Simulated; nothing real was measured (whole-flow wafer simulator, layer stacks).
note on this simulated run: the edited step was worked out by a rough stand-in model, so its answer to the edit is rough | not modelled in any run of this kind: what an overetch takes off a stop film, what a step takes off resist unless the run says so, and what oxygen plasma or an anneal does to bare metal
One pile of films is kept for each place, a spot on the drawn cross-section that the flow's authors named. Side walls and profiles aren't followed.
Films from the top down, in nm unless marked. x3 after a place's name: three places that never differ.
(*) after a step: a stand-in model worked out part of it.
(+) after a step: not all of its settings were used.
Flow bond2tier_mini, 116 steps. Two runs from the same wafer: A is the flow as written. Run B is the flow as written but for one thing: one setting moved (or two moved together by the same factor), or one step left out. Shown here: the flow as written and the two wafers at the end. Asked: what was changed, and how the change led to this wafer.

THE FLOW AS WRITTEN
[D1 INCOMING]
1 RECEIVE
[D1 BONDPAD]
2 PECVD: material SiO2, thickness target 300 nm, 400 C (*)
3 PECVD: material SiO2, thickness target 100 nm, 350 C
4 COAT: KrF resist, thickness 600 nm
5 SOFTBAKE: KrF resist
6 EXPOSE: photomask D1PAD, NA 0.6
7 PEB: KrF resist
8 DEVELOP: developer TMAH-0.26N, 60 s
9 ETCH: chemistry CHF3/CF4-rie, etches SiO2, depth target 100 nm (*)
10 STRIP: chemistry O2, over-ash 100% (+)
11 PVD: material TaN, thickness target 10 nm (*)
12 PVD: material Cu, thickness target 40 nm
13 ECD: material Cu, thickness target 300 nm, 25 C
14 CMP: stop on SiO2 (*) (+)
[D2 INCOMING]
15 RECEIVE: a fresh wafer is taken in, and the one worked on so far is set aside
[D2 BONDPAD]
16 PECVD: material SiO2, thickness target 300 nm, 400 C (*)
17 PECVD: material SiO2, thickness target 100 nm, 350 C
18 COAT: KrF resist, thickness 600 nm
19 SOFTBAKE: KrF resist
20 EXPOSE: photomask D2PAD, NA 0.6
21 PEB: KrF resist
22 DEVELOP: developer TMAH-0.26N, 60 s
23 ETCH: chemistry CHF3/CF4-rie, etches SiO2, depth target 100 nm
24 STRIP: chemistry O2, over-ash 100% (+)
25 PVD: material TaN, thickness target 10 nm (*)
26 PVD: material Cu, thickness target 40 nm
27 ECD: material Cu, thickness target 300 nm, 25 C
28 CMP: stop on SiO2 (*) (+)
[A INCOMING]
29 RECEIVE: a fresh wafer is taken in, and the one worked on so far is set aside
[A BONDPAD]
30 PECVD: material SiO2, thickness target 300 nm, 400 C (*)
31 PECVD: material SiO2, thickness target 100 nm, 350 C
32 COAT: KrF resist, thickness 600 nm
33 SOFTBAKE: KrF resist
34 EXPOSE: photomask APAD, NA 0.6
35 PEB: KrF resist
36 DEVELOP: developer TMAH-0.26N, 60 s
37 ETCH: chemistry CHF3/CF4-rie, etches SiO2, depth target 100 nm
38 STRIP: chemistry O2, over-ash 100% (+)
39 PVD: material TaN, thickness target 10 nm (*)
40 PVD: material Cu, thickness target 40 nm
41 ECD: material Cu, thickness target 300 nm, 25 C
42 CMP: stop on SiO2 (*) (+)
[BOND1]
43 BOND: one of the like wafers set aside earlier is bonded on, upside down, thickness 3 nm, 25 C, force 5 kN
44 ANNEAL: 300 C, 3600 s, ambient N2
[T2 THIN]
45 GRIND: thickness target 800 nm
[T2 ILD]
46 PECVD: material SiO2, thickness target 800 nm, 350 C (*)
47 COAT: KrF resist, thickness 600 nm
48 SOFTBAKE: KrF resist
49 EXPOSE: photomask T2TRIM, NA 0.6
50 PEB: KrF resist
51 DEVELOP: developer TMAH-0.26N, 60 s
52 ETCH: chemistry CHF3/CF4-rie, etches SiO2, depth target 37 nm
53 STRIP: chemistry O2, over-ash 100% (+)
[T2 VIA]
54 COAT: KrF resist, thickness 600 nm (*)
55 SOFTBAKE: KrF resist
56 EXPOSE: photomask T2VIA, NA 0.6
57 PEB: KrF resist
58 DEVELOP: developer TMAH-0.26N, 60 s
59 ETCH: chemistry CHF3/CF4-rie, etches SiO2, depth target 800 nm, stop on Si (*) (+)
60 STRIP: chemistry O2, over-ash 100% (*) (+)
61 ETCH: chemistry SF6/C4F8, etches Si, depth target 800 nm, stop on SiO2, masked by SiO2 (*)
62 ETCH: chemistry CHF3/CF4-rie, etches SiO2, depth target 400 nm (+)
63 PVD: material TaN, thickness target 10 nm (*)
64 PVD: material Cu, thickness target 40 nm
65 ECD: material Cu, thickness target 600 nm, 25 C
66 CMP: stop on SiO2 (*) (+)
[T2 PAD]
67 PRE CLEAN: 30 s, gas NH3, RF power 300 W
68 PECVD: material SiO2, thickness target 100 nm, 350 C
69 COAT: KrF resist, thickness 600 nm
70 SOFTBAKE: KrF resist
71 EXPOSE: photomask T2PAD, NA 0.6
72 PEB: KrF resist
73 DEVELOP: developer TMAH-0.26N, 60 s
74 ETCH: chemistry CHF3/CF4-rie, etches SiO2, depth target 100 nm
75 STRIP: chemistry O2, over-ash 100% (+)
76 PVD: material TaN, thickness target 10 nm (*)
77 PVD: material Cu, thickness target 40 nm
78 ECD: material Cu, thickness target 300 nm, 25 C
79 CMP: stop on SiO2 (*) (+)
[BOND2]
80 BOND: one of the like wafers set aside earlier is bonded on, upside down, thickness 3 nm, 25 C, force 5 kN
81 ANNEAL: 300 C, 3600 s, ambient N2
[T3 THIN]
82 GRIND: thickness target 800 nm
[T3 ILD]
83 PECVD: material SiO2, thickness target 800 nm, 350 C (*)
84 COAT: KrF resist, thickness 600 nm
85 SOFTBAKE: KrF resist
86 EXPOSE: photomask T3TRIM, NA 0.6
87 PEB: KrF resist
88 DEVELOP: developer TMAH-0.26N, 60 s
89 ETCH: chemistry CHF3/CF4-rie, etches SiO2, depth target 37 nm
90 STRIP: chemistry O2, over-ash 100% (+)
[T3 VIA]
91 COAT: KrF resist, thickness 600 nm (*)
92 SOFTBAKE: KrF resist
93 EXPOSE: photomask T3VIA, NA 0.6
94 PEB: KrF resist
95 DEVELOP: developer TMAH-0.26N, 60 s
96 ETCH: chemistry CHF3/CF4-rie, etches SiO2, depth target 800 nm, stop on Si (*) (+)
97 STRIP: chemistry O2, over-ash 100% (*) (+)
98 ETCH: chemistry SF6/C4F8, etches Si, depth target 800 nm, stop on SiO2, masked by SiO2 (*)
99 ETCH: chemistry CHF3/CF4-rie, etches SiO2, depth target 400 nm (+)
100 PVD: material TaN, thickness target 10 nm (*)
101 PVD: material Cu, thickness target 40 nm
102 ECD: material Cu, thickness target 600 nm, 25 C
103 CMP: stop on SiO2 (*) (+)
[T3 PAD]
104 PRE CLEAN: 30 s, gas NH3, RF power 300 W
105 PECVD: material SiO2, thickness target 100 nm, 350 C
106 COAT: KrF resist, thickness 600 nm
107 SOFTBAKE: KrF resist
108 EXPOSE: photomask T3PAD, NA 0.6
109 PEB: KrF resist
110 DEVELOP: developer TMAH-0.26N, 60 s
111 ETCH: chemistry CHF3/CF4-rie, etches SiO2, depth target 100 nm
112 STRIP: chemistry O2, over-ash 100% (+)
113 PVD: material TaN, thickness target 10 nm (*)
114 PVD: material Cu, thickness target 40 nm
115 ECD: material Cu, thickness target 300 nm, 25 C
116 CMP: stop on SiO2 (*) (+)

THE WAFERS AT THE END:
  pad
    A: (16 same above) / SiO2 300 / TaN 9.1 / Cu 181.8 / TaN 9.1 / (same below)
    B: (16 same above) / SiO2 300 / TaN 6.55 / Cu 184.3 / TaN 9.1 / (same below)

The cause: step 11, PVD: thickness target 7.2 nm was run, where the flow has thickness target 10 nm.

How the change led to this, step by step:
  11 PVD: material TaN, thickness target 10 nm (*)
      field: A TaN +10 (new film) | B TaN +7.2 (new film)
      pad: A TaN +9.1 (new film) | B TaN +6.55 (new film)
      (and at 1 more place)
  14 CMP: stop on SiO2 (*) (+)
      field: A Cu -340 (all of it), TaN -10 (all of it) | B Cu -340 (all of it), TaN -7.2 (all of it)
  43 BOND: one of the like wafers set aside earlier is bonded on, upside down, thickness 3 nm, 25 C, force 5 kN
      pad: A Si +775 um (new film), chemical SiO2 +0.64 (new film), SiO2 +300 (new film), TaN +9.1 (new film), Cu +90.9 | B Si +775 um (new film), chemical SiO2 +0.64 (new film), SiO2 +300 (new film), TaN +6.55 (new film), Cu +93.4
      via: A Si +775 um (new film), chemical SiO2 +0.64 (new film), SiO2 +300 (new film), TaN +9.97 (new film), Cu +90 | B Si +775 um (new film), chemical SiO2 +0.64 (new film), SiO2 +300 (new film), TaN +7.18 (new film), Cu +92.8
